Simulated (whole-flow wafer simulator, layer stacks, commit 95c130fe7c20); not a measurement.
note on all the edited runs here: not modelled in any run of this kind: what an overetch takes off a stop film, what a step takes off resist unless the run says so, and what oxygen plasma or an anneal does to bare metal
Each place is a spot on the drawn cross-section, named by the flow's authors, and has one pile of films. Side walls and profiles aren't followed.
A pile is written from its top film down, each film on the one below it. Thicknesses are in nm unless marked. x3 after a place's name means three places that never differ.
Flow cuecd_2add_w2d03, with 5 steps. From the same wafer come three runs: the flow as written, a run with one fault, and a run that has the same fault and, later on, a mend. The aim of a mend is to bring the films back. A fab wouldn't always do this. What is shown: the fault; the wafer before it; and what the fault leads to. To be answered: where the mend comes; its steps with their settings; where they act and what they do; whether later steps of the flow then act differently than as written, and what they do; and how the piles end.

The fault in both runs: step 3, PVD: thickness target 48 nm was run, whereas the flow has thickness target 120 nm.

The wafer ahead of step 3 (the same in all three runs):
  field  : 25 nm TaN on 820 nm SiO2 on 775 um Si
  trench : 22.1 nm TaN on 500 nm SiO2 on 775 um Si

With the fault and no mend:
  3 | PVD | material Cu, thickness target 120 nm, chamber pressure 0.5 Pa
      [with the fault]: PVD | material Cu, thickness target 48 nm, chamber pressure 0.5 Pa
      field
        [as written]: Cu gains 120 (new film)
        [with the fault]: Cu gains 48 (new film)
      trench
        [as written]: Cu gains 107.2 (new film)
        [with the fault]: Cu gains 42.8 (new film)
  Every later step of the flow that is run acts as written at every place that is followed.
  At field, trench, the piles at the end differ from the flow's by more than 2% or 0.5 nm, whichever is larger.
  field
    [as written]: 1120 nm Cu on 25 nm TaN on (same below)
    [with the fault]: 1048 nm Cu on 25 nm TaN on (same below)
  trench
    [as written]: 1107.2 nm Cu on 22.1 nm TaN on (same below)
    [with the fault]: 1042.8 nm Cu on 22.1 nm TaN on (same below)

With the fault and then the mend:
  After step 3 comes the mend.
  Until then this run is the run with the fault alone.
  3a | PVD | material Cu, thickness target 72 nm, chamber pressure 0.5 Pa (the flow's step 3 again, with other settings)
      field
        Cu gains 72
      trench
        Cu gains 63.9
  Every later step of the flow that is run acts as written at every place that is followed.
  At the end the piles are close to the flow's at the places that both follow, differing by at most 2% or 0.5 nm, whichever is larger.
